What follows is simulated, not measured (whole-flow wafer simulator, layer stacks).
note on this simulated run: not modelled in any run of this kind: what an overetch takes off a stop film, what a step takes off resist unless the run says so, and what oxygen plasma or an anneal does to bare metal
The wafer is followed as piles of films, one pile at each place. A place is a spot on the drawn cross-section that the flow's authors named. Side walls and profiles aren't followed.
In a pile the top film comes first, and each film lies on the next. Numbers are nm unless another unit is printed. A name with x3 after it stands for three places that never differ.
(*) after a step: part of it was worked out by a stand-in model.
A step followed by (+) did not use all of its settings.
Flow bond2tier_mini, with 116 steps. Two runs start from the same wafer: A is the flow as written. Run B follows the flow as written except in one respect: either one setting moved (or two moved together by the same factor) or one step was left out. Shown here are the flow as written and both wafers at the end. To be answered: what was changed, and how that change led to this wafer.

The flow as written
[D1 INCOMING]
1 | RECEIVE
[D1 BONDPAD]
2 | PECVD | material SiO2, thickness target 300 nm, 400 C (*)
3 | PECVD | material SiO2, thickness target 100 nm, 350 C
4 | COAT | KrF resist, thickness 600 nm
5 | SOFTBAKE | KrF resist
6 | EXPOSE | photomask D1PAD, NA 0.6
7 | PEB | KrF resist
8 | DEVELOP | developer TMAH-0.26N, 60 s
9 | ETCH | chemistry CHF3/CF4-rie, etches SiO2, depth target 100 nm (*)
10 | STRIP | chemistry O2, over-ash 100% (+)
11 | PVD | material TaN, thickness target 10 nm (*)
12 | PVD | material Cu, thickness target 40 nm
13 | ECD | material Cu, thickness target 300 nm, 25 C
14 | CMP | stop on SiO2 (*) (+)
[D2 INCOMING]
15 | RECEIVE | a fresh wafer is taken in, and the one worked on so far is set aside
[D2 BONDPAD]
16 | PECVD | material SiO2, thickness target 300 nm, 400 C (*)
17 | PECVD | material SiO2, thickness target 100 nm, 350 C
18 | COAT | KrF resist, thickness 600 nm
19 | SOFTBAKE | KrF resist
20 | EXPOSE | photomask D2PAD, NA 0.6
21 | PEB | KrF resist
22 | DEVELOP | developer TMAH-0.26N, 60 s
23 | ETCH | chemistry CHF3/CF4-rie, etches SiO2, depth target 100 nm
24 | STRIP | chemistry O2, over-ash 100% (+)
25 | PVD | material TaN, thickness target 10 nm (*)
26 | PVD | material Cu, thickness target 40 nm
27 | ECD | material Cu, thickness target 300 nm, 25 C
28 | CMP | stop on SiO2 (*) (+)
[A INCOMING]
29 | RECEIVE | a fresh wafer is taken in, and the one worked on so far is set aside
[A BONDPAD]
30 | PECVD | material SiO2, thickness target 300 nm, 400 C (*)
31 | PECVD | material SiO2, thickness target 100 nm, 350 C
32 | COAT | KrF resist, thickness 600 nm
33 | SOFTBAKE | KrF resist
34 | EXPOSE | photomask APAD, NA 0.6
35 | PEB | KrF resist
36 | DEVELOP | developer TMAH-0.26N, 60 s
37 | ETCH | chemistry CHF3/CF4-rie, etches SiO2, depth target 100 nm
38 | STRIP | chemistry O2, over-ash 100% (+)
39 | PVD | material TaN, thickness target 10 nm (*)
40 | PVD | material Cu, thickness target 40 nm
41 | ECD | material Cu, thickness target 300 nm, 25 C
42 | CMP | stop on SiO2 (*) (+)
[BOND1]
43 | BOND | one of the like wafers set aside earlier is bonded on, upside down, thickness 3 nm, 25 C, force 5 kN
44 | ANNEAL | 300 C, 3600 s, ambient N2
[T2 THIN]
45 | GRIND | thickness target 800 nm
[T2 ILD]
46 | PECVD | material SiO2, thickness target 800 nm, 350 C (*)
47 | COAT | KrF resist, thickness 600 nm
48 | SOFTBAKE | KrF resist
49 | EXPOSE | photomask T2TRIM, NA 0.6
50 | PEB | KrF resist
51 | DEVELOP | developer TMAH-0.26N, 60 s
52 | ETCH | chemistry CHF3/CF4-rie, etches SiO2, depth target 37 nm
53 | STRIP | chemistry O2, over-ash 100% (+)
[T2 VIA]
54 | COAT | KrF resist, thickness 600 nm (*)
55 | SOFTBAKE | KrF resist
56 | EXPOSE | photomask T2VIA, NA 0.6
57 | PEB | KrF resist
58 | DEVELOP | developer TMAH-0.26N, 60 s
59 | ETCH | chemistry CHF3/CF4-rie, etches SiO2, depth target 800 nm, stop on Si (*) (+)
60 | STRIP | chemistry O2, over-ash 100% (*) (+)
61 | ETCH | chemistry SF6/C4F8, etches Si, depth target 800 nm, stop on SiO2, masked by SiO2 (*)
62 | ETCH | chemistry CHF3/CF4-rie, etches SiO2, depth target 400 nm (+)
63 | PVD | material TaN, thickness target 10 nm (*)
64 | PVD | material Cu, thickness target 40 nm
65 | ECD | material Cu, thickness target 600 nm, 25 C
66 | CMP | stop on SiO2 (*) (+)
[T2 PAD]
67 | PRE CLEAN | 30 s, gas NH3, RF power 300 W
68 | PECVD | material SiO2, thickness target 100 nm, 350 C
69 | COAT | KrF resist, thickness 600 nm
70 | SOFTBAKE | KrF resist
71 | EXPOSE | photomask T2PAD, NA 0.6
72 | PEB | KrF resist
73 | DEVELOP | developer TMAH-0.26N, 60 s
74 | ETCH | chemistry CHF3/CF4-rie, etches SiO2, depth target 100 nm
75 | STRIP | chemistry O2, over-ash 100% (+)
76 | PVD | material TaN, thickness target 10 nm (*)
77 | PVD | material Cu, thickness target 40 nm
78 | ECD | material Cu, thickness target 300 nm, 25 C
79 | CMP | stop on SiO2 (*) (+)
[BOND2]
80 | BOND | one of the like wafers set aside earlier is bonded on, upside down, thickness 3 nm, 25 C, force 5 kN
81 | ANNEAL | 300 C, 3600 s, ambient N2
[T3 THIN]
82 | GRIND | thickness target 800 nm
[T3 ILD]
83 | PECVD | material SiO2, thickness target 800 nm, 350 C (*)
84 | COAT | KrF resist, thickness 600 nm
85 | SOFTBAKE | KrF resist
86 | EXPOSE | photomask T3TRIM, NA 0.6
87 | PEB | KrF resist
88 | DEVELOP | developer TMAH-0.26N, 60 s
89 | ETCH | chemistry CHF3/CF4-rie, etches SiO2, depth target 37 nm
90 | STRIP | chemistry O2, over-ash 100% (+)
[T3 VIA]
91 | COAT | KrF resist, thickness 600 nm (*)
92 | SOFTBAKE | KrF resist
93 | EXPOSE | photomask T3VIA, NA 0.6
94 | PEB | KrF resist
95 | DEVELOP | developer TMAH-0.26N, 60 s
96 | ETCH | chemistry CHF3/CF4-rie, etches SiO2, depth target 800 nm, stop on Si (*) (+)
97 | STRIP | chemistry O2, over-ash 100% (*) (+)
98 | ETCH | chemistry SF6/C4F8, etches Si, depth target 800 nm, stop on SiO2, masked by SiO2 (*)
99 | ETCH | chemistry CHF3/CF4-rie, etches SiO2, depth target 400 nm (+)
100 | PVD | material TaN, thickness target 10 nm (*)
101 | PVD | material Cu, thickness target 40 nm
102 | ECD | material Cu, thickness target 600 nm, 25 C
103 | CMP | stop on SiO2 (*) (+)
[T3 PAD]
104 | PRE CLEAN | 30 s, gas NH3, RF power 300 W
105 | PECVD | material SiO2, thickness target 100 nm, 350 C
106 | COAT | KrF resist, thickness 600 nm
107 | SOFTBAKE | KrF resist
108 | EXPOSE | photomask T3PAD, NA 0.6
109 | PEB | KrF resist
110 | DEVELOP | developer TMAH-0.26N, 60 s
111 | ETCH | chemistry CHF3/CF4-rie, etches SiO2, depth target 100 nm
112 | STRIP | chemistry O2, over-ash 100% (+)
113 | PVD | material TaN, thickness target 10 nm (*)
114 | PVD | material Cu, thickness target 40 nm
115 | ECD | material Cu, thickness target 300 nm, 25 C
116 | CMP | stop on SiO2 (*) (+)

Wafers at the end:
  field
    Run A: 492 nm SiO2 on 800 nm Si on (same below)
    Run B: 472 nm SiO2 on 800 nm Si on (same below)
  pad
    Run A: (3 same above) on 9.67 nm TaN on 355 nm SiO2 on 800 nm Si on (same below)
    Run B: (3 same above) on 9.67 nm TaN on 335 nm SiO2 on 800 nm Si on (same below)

The reason: step 99, ETCH: depth target 420 nm was run, though the flow has depth target 400 nm.

Step by step, how the change led to this:
  99 | ETCH | chemistry CHF3/CF4-rie, etches SiO2, depth target 400 nm (+)
      field, pad: A SiO2 loses 400 | B SiO2 loses 420
